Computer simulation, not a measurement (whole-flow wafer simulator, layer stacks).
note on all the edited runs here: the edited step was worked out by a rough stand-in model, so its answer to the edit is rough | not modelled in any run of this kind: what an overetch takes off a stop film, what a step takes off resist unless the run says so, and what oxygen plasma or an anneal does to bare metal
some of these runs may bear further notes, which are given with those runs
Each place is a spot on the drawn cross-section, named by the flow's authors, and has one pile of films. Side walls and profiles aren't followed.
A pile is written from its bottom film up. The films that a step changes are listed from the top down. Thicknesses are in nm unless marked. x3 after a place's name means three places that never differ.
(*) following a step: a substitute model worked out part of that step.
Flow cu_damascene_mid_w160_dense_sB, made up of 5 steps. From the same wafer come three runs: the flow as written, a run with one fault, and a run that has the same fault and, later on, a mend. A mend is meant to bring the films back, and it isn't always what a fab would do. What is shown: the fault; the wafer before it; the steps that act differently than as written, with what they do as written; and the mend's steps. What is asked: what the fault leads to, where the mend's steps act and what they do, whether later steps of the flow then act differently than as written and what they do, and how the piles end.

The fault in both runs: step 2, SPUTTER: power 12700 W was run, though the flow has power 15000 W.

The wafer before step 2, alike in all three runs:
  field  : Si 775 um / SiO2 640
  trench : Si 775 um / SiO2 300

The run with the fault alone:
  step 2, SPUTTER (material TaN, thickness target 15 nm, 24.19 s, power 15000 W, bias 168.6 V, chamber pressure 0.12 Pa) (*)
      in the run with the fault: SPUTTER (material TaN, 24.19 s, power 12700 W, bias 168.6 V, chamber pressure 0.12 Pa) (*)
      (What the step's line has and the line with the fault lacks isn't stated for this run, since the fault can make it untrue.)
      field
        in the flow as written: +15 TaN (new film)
        in the run with the fault: +12.7 TaN (new film)
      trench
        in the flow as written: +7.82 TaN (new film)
        in the run with the fault: +6.61 TaN (new film)
  Later steps of the flow that are run all act as written at every place that is followed, up to a difference of at most 2% or 0.5 nm, whichever is larger.
  By the end, the piles at field, trench depart from the flow's by more than 2% or 0.5 nm, whichever is larger.
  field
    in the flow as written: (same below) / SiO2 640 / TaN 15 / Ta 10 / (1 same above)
    in the run with the fault: (same below) / SiO2 640 / TaN 12.7 / Ta 10 / (1 same above)
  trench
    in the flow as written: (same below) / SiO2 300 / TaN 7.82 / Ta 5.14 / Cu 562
    in the run with the fault: (same below) / SiO2 300 / TaN 6.61 / Ta 5.16 / Cu 560.9

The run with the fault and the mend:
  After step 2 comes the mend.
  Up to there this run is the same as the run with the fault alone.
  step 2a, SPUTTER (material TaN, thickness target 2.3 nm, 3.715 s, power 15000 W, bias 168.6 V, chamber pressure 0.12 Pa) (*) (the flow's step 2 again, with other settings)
      field
        +2.3 TaN
      trench
        +1.16 TaN
  Later steps of the flow that are run all act as written at every place that is followed, up to a difference of at most 2% or 0.5 nm, whichever is larger.
  When the end is reached, the piles differ only a little from the flow's at the places that both follow, at most by 2% or 0.5 nm, whichever is larger.
